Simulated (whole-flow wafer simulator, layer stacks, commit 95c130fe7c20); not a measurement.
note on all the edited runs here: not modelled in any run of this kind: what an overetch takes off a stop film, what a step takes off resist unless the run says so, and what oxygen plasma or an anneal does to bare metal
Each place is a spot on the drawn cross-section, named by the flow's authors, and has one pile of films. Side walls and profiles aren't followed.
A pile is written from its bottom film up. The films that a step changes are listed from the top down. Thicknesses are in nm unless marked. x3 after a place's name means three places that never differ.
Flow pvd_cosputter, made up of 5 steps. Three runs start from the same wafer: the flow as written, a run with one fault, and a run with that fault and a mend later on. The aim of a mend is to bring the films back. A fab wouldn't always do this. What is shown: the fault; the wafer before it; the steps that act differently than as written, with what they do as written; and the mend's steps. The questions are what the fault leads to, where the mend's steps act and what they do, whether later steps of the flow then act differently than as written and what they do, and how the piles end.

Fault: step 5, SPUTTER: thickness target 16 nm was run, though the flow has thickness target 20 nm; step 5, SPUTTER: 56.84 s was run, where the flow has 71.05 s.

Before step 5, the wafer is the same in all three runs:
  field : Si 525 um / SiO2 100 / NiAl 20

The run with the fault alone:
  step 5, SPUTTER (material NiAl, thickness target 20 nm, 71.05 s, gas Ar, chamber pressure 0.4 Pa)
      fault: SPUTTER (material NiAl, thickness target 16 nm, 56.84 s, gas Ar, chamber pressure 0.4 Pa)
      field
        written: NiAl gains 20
        fault: NiAl gains 16
  Every later step of the flow that is run acts as written at every place that is followed.
  By the end, the piles at field depart from the flow's by more than 2% or 0.5 nm, whichever is larger.
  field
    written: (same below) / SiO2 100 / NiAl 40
    fault: (same below) / SiO2 100 / NiAl 36

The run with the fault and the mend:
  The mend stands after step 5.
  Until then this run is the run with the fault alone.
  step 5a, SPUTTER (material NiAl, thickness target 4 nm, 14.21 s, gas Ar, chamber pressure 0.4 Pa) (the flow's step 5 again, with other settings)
      field
        NiAl gains 4
  Every later step of the flow that is run acts as written at every place that is followed.
  The piles end the same as the flow's at every place that both follow.
